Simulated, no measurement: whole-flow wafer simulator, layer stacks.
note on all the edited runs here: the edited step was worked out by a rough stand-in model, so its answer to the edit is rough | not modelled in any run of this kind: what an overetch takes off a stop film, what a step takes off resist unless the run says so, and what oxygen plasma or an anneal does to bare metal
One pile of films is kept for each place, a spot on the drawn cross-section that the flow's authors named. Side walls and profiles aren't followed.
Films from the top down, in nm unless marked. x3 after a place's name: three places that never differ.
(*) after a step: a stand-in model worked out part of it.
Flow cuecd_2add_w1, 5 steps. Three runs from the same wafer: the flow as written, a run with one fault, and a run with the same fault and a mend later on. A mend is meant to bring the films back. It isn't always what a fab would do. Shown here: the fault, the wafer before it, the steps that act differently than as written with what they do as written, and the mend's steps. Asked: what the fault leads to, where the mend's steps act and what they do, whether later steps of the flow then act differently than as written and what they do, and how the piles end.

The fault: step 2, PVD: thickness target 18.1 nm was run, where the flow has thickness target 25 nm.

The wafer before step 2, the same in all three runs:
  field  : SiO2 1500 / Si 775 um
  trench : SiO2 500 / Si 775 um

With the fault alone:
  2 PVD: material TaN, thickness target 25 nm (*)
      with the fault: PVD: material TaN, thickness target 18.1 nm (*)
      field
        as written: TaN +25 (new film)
        with the fault: TaN +18.1 (new film)
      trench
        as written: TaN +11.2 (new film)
        with the fault: TaN +8.14 (new film)
  No later step of the flow acts differently than as written, at any place that is followed, by more than 2% or 0.5 nm, whichever is larger.
  At the end the piles differ from the flow's by more than 2% or 0.5 nm, whichever is larger, at field, trench.
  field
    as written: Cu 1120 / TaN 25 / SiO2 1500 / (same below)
    with the fault: Cu 1120 / TaN 18.1 / SiO2 1500 / (same below)
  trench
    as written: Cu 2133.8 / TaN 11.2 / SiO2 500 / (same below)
    with the fault: Cu 2130 / TaN 8.14 / SiO2 500 / (same below)

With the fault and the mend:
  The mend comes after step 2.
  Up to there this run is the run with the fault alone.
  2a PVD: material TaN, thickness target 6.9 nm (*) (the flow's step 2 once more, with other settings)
      field
        TaN +6.9
      trench
        TaN +3.05
  No later step of the flow acts differently than as written at any place that is followed.
  At the end the piles are the same as the flow's at every place that both follow.
